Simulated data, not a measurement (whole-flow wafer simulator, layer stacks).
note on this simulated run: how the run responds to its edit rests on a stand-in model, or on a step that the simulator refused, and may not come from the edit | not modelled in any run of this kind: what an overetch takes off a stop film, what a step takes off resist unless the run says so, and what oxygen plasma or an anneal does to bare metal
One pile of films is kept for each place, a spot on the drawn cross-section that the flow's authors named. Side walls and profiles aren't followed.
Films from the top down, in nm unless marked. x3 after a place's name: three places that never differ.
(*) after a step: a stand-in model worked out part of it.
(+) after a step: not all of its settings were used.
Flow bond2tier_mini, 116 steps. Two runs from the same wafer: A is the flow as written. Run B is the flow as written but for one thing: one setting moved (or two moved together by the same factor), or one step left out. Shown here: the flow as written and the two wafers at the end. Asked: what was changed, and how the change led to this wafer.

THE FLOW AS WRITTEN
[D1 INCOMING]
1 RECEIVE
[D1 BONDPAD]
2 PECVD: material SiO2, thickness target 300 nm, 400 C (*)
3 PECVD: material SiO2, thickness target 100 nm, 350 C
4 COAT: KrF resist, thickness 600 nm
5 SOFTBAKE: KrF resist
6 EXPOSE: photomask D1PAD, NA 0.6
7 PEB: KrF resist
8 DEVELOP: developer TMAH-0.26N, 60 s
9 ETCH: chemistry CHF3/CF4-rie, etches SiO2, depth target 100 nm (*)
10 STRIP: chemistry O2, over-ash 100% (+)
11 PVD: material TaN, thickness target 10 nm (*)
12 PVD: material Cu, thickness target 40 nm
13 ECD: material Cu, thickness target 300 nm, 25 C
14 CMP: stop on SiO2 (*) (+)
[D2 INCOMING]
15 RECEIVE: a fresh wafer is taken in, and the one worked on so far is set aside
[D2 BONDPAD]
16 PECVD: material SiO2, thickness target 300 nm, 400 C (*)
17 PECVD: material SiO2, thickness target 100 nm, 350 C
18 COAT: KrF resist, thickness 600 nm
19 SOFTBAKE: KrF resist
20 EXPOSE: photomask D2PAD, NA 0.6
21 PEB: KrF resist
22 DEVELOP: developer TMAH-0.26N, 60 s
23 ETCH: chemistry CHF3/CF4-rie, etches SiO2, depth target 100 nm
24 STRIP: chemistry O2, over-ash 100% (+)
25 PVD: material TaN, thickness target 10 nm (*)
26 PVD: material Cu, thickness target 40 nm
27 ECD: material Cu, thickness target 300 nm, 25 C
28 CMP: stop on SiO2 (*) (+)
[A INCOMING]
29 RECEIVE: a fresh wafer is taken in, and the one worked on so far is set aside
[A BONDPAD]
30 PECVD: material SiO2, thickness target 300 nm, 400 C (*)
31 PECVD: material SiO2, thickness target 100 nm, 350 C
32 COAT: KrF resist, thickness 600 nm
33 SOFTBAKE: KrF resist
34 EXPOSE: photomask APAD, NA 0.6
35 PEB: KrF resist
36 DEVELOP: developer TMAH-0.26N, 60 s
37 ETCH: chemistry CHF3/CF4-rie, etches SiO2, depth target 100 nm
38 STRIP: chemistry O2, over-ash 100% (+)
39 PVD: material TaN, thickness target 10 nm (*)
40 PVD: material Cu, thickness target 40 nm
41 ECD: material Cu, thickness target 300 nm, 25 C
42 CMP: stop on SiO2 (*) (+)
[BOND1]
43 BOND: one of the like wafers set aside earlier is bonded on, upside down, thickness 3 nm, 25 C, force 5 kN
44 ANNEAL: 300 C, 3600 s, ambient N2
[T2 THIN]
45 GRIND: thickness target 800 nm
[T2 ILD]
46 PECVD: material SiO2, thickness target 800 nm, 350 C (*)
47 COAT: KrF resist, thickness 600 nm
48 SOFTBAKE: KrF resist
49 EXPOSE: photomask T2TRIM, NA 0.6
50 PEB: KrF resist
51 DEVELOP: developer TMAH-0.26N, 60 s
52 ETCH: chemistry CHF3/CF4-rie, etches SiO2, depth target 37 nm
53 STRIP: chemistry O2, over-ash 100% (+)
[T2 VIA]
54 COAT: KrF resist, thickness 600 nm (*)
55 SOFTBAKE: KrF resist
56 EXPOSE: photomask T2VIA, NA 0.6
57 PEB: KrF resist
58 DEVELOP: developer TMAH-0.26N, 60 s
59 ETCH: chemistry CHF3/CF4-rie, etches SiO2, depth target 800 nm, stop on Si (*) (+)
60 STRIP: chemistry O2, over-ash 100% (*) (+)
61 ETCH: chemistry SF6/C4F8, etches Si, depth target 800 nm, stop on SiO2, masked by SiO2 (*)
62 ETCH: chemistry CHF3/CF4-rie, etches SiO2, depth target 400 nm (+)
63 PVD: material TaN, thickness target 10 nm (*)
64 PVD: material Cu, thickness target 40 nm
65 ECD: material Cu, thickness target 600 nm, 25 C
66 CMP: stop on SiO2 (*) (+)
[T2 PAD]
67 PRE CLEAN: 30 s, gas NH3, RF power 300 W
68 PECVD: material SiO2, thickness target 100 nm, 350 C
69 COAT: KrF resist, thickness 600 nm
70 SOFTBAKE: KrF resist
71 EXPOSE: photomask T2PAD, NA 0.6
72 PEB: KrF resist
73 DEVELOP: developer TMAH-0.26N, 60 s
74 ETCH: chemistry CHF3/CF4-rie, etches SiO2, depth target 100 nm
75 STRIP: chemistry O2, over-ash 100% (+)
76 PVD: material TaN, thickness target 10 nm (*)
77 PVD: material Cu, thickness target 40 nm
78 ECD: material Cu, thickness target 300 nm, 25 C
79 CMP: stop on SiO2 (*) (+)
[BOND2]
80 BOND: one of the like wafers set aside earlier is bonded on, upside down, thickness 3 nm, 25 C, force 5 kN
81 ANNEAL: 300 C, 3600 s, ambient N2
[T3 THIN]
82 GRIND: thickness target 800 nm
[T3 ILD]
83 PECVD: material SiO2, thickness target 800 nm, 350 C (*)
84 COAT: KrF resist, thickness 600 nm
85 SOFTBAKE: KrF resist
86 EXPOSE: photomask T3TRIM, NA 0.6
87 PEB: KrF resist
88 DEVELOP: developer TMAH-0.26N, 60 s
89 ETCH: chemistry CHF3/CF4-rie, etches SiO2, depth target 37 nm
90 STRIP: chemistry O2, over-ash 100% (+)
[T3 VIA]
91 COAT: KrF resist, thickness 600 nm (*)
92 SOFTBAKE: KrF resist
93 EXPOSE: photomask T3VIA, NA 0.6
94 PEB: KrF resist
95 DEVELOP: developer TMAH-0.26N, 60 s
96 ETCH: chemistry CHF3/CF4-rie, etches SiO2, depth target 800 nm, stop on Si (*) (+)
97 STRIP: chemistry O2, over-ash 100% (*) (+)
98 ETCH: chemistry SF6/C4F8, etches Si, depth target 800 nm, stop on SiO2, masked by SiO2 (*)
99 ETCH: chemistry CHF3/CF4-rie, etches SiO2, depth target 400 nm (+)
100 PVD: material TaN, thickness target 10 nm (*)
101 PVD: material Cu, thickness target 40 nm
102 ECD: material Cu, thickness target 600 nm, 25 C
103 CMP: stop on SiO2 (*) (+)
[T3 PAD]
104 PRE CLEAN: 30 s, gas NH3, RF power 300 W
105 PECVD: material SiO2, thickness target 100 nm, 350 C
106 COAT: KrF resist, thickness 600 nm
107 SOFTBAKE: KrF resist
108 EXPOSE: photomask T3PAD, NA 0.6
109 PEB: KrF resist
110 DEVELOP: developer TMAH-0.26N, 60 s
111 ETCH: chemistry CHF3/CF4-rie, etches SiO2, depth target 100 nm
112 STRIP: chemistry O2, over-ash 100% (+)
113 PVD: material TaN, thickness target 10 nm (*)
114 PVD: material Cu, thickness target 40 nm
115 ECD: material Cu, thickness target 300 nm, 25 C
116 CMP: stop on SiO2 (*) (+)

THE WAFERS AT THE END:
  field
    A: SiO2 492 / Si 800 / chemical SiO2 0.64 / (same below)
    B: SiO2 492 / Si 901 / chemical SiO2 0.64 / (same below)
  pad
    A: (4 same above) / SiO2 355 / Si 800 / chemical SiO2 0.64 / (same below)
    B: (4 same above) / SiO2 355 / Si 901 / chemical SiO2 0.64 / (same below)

The cause: step 82, GRIND: thickness target 901 nm was run, where the flow has thickness target 800 nm.
It can be read off the wafer: field has Si 901, and step 82 as written asks for 800 nm.

How the change led to this, step by step:
  82 GRIND: thickness target 800 nm
      field, pad: A Si -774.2 um | B Si -774.1 um
